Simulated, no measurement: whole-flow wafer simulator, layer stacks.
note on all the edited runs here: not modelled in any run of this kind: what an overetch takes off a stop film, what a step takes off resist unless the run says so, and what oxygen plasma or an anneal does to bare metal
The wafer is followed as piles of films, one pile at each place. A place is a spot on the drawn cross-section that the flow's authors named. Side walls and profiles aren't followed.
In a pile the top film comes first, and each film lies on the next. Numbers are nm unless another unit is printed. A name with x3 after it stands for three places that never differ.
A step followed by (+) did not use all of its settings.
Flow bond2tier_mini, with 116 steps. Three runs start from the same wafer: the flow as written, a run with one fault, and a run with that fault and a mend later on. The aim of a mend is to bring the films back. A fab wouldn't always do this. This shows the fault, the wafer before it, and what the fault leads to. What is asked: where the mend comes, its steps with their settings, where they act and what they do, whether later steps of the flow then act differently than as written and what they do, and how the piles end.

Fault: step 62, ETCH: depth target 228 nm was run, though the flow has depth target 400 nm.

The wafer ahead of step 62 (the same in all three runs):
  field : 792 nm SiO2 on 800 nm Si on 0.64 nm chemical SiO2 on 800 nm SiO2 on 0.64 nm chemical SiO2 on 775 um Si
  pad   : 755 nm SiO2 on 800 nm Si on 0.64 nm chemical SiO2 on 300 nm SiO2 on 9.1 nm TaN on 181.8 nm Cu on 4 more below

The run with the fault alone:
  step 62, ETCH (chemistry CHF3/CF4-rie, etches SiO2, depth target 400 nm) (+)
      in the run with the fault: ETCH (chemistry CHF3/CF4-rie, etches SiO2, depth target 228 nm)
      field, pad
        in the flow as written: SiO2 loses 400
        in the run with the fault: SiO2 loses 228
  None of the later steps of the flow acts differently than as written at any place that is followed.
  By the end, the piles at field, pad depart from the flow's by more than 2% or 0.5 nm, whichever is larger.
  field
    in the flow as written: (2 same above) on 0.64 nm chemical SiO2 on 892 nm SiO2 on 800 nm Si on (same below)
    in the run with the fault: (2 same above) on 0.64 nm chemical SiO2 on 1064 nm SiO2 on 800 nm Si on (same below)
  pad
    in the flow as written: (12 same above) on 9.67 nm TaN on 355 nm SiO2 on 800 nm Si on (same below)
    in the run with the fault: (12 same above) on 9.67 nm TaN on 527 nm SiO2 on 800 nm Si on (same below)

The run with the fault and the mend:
  The mend follows step 62.
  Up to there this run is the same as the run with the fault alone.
  step 62a, ETCH (chemistry CHF3/CF4-rie, etches SiO2, depth target 172 nm) (+) (the flow's step 62, run once more with other settings)
      field, pad
        SiO2 loses 172
  None of the later steps of the flow acts differently than as written at any place that is followed.
  At every place that both follow, the piles at the end match the flow's.
